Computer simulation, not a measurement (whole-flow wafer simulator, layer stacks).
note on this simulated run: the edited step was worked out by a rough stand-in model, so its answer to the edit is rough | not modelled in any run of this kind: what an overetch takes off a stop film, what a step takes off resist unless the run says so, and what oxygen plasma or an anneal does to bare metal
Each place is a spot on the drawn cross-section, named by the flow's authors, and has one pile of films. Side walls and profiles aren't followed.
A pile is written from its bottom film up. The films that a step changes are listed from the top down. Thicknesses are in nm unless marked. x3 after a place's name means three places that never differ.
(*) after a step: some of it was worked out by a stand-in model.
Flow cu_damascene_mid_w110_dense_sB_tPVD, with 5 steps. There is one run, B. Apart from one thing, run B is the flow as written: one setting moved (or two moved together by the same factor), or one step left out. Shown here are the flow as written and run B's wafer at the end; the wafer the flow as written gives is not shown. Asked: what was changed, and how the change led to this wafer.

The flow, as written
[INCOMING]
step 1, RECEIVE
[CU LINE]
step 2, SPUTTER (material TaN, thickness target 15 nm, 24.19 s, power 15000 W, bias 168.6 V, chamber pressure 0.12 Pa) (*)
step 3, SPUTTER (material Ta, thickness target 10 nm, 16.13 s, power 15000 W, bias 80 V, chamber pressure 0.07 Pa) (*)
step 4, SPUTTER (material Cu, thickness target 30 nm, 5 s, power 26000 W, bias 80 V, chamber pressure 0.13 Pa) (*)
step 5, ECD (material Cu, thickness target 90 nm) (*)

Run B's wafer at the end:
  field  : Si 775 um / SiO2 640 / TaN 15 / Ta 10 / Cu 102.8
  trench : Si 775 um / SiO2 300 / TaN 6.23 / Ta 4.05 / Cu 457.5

Cause: step 4, SPUTTER: thickness target 12.8 nm was run, though the flow has thickness target 30 nm; step 4, SPUTTER: 2.12 s was run, where the flow has 5 s.

The path from the change to this, step by step:
  step 4, SPUTTER (material Cu, thickness target 30 nm, 5 s, power 26000 W, bias 80 V, chamber pressure 0.13 Pa) (*)
      field: +12.8 Cu (new film) (it would be, as written: +30 Cu (new film))
      trench: +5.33 Cu (new film) (it would be, as written: +12.5 Cu (new film))
  step 5, ECD (material Cu, thickness target 90 nm) (*)
      trench: +452.2 Cu (it would be, as written: +462.2 Cu)
